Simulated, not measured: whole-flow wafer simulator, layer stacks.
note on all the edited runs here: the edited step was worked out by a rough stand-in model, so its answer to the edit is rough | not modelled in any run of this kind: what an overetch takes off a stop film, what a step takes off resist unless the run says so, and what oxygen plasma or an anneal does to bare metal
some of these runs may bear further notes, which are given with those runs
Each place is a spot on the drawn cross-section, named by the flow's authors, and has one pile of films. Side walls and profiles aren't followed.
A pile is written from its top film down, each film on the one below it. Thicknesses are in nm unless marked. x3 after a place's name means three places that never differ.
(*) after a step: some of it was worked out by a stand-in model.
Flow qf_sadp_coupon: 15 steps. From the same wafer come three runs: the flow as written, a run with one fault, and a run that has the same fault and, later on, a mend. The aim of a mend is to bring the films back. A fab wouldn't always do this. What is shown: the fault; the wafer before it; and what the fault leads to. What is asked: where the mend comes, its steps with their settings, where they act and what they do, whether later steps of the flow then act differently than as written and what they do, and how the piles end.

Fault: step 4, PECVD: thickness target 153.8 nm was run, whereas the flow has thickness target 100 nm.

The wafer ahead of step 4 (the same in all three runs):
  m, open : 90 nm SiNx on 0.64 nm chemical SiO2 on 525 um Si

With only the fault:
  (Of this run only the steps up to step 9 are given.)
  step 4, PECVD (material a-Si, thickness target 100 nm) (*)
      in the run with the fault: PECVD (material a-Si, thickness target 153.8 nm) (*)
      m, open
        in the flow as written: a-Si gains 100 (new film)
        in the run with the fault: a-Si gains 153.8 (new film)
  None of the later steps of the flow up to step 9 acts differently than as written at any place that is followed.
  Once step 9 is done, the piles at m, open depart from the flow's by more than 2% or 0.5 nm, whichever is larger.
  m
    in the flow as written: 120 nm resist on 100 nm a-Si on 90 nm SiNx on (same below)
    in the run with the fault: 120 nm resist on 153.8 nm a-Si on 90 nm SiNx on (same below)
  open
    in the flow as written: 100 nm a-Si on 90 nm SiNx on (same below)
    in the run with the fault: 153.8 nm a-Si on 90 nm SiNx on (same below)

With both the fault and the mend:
  After step 4 comes the mend.
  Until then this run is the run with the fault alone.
  step 4a, ETCH (chemistry tmah, depth target 176.9 nm)
      m, open
        a-Si loses 153.8 (all of it)
  step 4b, PECVD (material a-Si, thickness target 100 nm) (*) (the flow's step 4, run once more)
      m, open
        a-Si gains 100 (new film)
  None of the later steps of the flow acts differently than as written at any place that is followed.
  By the end, the piles equal the flow's at every place that both follow.
